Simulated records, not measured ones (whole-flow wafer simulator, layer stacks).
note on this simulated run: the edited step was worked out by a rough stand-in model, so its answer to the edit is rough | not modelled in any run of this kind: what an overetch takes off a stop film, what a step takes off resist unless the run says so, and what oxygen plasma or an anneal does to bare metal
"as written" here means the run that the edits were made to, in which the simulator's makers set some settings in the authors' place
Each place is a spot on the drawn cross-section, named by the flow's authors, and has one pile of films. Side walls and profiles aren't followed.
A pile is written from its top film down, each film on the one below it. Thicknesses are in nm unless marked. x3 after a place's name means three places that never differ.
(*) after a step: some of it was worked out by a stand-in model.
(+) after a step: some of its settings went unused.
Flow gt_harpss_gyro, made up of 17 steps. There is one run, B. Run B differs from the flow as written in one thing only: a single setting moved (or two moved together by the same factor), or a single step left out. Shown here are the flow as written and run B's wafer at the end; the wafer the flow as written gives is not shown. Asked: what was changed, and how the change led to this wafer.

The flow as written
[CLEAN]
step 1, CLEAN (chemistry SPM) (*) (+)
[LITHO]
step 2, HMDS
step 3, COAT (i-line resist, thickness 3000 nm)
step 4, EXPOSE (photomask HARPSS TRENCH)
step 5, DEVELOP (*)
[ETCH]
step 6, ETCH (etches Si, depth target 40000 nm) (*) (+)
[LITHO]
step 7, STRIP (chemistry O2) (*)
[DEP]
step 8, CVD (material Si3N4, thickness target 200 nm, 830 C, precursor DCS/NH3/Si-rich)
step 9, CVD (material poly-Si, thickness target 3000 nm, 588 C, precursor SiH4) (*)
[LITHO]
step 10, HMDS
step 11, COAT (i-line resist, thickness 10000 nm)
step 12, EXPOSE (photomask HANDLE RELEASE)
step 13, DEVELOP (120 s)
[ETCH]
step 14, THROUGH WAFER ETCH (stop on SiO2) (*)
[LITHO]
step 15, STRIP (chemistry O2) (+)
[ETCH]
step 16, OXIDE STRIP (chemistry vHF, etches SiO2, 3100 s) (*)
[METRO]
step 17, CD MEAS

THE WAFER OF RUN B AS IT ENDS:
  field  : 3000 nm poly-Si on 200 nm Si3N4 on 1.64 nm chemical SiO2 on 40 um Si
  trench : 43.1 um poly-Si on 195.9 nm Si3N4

What caused this: step 6, ETCH: depth target 54000 nm was run, while the flow as written has depth target 40000 nm.

The path from the change to this, step by step:
  step 6, ETCH (etches Si, depth target 40000 nm) (*) (+)
      trench: -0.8 chemical SiO2 (all of it), -40 um Si (all of it), -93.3 SiO2 (in the flow as written it would be: -0.8 chemical SiO2 (all of it), -40 um Si (all of it))
      field: -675 i-line resist (in the flow as written it would be: -500 i-line resist)
  step 7, STRIP (chemistry O2) (*)
      field: -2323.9 i-line resist (all of it), +0.84 chemical SiO2, -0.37 Si (in the flow as written it would be: -2498.9 i-line resist (all of it), +0.87 chemical SiO2, -0.38 Si)
  step 9, CVD (material poly-Si, thickness target 3000 nm, 588 C, precursor SiH4) (*)
      trench: +43.1 um poly-Si (new film) (in the flow as written it would be: +43.01 um poly-Si (new film))
  step 16, OXIDE STRIP (chemistry vHF, etches SiO2, 3100 s) (*)
      trench: under 2 films: -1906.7 SiO2 (all of it) (in the flow as written it would be: under 2 films: -2000 SiO2 (all of it))
